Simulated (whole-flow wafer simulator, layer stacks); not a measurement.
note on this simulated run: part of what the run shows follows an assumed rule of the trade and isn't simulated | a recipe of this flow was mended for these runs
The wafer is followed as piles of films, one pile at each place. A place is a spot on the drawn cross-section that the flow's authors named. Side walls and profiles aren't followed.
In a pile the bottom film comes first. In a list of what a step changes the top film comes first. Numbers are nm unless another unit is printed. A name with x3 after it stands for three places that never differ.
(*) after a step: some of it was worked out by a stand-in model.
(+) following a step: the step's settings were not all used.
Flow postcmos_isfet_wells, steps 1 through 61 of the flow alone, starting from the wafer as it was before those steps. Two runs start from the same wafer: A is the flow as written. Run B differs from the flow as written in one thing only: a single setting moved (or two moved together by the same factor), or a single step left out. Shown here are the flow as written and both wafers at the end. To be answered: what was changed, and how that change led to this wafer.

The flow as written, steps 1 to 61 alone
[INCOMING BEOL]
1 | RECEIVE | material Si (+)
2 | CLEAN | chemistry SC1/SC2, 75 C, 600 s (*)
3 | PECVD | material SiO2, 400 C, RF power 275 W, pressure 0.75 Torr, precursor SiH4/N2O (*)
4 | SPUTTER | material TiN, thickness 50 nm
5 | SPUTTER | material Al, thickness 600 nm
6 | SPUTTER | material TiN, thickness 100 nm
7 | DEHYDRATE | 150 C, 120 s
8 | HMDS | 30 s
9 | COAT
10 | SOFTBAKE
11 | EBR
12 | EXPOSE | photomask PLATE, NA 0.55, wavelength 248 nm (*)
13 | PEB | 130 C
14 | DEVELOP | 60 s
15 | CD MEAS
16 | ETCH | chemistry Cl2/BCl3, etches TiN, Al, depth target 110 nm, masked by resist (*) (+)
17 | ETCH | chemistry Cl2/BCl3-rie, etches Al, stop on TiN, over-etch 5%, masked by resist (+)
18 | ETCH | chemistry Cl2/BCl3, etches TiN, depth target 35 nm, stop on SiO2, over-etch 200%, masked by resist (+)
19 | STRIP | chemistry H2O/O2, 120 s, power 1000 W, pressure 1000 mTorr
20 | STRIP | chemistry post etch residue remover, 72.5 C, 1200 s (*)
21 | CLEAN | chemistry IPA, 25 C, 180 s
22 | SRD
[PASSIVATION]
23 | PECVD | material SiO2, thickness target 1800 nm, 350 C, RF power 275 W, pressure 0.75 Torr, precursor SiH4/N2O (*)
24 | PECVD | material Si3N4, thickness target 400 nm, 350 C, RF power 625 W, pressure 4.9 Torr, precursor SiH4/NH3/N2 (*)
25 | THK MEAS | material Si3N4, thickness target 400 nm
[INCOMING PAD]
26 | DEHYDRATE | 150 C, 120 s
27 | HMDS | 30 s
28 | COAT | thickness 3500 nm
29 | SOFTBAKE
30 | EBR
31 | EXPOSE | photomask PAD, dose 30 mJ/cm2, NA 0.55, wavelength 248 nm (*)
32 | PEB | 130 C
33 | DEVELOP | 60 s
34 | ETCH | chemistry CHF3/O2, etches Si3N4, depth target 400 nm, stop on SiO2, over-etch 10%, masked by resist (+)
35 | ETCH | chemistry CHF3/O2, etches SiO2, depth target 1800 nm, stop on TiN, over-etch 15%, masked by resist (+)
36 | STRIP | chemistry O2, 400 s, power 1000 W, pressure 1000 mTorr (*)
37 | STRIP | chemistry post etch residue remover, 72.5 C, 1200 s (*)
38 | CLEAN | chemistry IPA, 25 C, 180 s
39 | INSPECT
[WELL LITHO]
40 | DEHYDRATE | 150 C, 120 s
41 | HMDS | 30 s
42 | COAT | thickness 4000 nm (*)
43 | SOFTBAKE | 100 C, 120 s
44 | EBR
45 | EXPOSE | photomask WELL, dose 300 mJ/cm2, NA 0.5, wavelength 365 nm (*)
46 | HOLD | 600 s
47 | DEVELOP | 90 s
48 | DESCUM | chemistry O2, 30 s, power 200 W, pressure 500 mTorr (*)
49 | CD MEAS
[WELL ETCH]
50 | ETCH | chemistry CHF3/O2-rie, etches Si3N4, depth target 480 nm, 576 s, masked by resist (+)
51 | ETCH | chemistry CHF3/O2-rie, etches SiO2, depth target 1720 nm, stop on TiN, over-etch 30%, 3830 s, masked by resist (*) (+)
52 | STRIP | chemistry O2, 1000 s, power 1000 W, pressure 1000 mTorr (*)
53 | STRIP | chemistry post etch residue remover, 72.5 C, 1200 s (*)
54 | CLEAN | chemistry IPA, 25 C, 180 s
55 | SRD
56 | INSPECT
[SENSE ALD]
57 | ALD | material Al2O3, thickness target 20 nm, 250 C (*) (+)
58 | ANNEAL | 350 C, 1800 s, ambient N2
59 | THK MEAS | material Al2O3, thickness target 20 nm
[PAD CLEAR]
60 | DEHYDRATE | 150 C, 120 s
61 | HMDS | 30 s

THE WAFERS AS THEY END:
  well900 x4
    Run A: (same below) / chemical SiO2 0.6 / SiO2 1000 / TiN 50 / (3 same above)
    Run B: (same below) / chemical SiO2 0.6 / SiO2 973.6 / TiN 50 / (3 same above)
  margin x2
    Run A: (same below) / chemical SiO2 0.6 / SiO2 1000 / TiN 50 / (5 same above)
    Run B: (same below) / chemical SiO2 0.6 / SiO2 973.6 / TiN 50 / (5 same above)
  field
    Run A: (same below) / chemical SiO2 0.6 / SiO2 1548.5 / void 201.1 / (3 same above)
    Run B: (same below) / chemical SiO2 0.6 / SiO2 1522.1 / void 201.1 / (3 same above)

What caused this: step 3, PECVD: RF power 260 W was run, whereas the flow has RF power 275 W.

The path from the change to this, step by step:
  3 | PECVD | material SiO2, 400 C, RF power 275 W, pressure 0.75 Torr, precursor SiH4/N2O (*)
      field, margin x2, well900 x4, pad_clr, pad_open: A SiO2 gains 1000 (new film) | B SiO2 gains 973.6 (new film)
